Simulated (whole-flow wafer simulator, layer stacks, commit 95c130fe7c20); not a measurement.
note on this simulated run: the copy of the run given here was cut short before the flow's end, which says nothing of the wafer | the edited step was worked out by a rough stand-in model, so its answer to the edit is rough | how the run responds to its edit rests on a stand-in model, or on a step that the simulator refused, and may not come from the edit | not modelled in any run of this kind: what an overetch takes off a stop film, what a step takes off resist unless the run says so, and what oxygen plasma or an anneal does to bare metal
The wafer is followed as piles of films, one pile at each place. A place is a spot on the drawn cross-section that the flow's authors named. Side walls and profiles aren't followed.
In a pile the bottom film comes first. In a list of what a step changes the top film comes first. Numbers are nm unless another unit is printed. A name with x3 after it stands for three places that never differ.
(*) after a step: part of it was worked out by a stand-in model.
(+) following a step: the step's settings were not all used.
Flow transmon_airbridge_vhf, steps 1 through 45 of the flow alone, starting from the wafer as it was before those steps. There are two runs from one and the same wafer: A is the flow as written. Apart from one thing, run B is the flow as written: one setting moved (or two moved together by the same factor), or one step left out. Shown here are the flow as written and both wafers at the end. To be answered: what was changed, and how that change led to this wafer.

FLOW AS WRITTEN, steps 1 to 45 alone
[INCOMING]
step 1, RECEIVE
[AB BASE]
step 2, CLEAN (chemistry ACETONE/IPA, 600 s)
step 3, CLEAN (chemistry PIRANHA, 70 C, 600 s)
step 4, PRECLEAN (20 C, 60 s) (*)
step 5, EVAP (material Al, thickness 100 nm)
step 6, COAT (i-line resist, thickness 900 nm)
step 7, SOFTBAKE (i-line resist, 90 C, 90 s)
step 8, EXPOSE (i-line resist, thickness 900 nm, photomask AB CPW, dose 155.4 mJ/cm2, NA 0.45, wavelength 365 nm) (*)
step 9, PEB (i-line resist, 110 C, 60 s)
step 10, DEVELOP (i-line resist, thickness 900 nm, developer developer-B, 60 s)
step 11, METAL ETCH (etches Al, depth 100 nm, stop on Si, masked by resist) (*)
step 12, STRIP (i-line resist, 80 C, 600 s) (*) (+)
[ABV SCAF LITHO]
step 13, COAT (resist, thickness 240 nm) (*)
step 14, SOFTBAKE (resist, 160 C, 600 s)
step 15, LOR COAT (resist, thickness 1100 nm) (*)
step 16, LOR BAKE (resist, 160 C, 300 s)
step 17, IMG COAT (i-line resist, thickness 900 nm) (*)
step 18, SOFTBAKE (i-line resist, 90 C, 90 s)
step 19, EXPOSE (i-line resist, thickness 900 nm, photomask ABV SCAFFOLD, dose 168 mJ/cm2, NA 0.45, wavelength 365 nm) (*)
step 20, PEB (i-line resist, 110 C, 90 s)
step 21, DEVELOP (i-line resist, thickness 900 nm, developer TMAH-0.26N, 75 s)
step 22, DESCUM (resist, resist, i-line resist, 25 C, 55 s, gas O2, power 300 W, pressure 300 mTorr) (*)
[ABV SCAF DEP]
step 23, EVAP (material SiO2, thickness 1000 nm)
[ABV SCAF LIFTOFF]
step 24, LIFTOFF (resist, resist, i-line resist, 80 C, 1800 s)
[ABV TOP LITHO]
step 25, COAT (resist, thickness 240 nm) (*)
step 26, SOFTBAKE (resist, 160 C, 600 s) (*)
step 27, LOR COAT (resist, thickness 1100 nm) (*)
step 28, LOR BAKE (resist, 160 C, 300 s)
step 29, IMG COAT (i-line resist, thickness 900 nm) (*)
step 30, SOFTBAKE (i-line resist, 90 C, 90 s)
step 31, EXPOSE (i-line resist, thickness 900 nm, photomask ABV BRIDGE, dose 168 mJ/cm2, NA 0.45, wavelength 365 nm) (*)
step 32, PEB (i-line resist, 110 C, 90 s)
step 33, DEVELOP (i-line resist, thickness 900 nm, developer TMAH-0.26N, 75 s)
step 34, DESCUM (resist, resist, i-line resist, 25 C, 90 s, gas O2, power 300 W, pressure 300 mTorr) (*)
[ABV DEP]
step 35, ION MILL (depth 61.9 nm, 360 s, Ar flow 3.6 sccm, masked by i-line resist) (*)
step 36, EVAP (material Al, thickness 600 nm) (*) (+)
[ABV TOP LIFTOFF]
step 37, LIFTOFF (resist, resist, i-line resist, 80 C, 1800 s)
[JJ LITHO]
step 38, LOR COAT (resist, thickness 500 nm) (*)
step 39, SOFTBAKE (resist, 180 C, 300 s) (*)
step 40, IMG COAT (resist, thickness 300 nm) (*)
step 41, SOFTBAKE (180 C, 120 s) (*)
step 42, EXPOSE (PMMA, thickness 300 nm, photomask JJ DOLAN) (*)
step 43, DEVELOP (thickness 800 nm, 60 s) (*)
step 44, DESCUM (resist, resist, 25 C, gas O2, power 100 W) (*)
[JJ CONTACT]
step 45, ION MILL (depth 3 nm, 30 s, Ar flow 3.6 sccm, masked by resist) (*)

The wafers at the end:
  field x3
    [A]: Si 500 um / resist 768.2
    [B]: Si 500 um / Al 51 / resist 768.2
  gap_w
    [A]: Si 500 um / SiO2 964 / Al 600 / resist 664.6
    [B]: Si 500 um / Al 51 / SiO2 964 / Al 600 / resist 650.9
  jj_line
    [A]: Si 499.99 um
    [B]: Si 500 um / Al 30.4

What caused this: step 11, METAL ETCH: depth 49 nm was run, while the flow as written has depth 100 nm.

The path from the change to this, step by step:
  step 11, METAL ETCH (etches Al, depth 100 nm, stop on Si, masked by resist) (*)
      field x3, jj_line, gap_w, gap_e: A Al loses 100 (all of it) | B Al loses 49
      ground_far, pad_w, flank_w and 8 more: A i-line resist loses 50 | B i-line resist loses 24.5
  step 12, STRIP (i-line resist, 80 C, 600 s) (*) (+)
      ground_far, pad_w, flank_w and 8 more: A i-line resist loses 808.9 (all of it) | B i-line resist loses 834.4 (all of it)
  step 13, COAT (resist, thickness 240 nm) (*)
      flank_w, flank_e: A resist gains 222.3 (new film) | B resist gains 230.8 (new film)
      gap_w, gap_e: A resist gains 251.7 (new film) | B resist gains 246 (new film)
  step 22, DESCUM (resist, resist, i-line resist, 25 C, 55 s, gas O2, power 300 W, pressure 300 mTorr) (*)
      flank_w, flank_e: A resist loses 222.3 (all of it) | B resist loses 230.8 (all of it)
      gap_w, gap_e: A resist loses 251.7 (all of it) | B resist loses 246 (all of it)
  step 25, COAT (resist, thickness 240 nm) (*)
      flank_w, flank_e: A resist gains 152.6 (new film) | B resist gains 158.8 (new film)
      gap_w, gap_e: A resist gains 210.7 (new film) | B resist gains 205.2 (new film)
  step 32, PEB (i-line resist, 110 C, 90 s)
      gap_w, gap_e: A i-line resist loses 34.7 | B i-line resist loses 34
  step 34, DESCUM (resist, resist, i-line resist, 25 C, 90 s, gas O2, power 300 W, pressure 300 mTorr) (*)
      flank_w, flank_e: A resist loses 152.6 (all of it) | B resist loses 158.8 (all of it)
      gap_w, gap_e: A resist loses 210.7 (all of it) | B resist loses 205.2 (all of it)
  step 40, IMG COAT (resist, thickness 300 nm) (*)
      flank_w, flank_e: A resist gains 212.1 | B resist gains 219.4
  step 45, ION MILL (depth 3 nm, 30 s, Ar flow 3.6 sccm, masked by resist) (*)
      jj_line: A Si loses 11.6 | B Al loses 20.6
Taking metal films that touch as one body, field x3 has 1 body; the flow as written gives 0 bodies.
Taking metal films that touch as one body, gap_w has 2 bodies (between them, from the top down: SiO2 964); the flow as written gives 1 body.
Taking metal films that touch as one body, jj_line has 1 body; the flow as written gives 0 bodies.
